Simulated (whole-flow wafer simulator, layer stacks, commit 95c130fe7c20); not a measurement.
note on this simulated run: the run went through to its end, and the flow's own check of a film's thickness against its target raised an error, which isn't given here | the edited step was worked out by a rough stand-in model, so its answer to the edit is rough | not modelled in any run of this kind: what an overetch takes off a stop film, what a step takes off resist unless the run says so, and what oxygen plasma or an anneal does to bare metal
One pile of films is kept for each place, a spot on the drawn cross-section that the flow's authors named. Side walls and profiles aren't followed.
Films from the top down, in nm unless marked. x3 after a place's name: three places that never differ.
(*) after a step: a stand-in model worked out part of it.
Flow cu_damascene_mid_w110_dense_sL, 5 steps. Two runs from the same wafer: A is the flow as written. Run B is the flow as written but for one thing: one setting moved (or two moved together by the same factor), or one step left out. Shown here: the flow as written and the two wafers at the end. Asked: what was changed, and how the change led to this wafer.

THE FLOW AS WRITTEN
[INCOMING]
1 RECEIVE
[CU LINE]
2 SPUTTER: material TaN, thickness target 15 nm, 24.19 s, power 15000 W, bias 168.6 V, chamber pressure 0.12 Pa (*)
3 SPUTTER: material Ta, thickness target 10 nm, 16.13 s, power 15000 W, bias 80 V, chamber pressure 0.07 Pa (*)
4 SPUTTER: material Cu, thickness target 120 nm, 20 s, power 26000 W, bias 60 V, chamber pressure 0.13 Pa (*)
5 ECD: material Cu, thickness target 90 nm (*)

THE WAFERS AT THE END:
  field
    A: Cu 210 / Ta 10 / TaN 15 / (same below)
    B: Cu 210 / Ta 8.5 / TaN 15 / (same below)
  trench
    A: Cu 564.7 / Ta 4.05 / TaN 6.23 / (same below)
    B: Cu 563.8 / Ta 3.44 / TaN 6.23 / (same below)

The cause: step 3, SPUTTER: thickness target 8.5 nm was run, where the flow has thickness target 10 nm; step 3, SPUTTER: 13.71 s was run, where the flow has 16.13 s.
It can be read off the wafer: field has Ta 8.5, and step 3 as written asks for 10 nm.

How the change led to this, step by step:
  3 SPUTTER: material Ta, thickness target 10 nm, 16.13 s, power 15000 W, bias 80 V, chamber pressure 0.07 Pa (*)
      field: A Ta +10 (new film) | B Ta +8.5 (new film)
      trench: A Ta +4.05 (new film) | B Ta +3.44 (new film)
